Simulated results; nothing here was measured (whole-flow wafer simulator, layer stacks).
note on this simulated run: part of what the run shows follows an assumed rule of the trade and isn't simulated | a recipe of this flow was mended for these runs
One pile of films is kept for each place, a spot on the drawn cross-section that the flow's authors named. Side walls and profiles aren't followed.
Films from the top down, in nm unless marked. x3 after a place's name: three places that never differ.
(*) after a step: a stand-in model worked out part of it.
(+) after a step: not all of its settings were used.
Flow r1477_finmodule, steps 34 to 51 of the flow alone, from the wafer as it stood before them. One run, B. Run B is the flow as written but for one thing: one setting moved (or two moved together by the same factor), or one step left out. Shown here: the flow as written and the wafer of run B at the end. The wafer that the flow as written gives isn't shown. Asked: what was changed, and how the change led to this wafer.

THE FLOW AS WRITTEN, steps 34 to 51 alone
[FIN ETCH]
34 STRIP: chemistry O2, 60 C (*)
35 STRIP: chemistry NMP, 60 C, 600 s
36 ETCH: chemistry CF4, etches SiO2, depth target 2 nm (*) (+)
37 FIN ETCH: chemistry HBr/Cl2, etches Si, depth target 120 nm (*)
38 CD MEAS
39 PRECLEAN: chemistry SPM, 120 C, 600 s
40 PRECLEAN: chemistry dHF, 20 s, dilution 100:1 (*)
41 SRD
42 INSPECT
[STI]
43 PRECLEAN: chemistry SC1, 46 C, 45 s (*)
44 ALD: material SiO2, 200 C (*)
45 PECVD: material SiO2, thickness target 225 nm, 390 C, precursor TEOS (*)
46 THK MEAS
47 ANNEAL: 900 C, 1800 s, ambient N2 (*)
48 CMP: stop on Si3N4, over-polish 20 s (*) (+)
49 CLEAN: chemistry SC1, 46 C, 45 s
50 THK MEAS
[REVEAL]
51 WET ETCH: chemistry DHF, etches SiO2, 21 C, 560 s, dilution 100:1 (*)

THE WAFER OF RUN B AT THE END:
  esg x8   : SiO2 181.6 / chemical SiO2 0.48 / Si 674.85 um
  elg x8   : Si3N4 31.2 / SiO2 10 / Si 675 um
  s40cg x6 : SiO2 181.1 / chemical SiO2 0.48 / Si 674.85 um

The cause: step 37, FIN ETCH: depth target 139.3 nm was run, where the flow has depth target 120 nm.

How the change led to this, step by step:
  37 FIN ETCH: chemistry HBr/Cl2, etches Si, depth target 120 nm (*)
      pad x2, esg x8, s40cg x6, s40sg x6: Si -139.3 (as written it would be: Si -120)
      elg x8: Si3N4 -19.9 (as written it would be: Si3N4 -17.1)
      (and at 6 more places)
  44 ALD: material SiO2, 200 C (*)
      esg x8: SiO2 +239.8 (new film) (as written it would be: SiO2 +223.2 (new film))
      s40cg x6: SiO2 +281 (new film) (as written it would be: SiO2 +263.2 (new film))
      (and at 6 more places)
  48 CMP: stop on Si3N4, over-polish 20 s (*) (+)
      pad x2: SiO2 -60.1 (as written it would be: SiO2 -79.4)
  51 WET ETCH: chemistry DHF, etches SiO2, 21 C, 560 s, dilution 100:1 (*)
      elg x8: SiO2 -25 (all of it), Si3N4 -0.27 (as written it would be: SiO2 -22.3 (all of it), Si3N4 -0.41)
